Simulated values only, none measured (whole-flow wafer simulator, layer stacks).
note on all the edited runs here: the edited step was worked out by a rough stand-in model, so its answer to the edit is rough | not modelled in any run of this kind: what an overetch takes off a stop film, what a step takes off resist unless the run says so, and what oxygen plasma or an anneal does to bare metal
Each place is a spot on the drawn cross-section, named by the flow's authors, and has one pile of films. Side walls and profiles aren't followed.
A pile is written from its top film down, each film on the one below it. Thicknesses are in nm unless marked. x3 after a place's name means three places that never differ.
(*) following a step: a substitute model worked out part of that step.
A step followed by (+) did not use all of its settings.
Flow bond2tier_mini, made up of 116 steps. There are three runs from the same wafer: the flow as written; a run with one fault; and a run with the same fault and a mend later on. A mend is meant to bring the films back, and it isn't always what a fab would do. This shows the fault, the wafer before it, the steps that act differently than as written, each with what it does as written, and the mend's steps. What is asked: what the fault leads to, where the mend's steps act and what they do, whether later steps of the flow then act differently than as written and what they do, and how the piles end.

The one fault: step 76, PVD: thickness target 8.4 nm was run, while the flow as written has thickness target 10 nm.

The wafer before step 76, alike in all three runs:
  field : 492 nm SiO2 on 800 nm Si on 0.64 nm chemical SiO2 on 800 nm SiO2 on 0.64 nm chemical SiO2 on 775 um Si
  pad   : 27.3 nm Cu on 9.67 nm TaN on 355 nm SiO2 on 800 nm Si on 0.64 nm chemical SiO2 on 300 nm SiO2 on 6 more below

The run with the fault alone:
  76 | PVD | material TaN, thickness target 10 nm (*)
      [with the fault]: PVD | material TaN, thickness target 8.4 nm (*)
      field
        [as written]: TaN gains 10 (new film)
        [with the fault]: TaN gains 8.4 (new film)
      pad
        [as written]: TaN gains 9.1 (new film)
        [with the fault]: TaN gains 7.65 (new film)
  Steps later in the flow that act otherwise than as written (1 more step, not shown, differs only slightly: by at most 2% or 0.5 nm, whichever is larger):
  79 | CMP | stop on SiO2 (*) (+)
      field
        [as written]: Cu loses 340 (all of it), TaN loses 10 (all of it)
        [with the fault]: Cu loses 340 (all of it), TaN loses 8.4 (all of it)
  The piles end different from the flow's at pad by more than 2% or 0.5 nm, whichever is larger.
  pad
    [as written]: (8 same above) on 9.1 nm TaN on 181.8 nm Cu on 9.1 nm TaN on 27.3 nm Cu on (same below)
    [with the fault]: (8 same above) on 9.1 nm TaN on 183.2 nm Cu on 7.65 nm TaN on 27.3 nm Cu on (same below)

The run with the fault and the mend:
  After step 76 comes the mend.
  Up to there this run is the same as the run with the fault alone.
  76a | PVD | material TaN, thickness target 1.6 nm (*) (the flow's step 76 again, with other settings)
      field
        TaN gains 1.6
      pad
        TaN gains 1.45
  None of the later steps of the flow acts differently than as written at any place that is followed.
  By the end, the piles equal the flow's at every place that both follow.
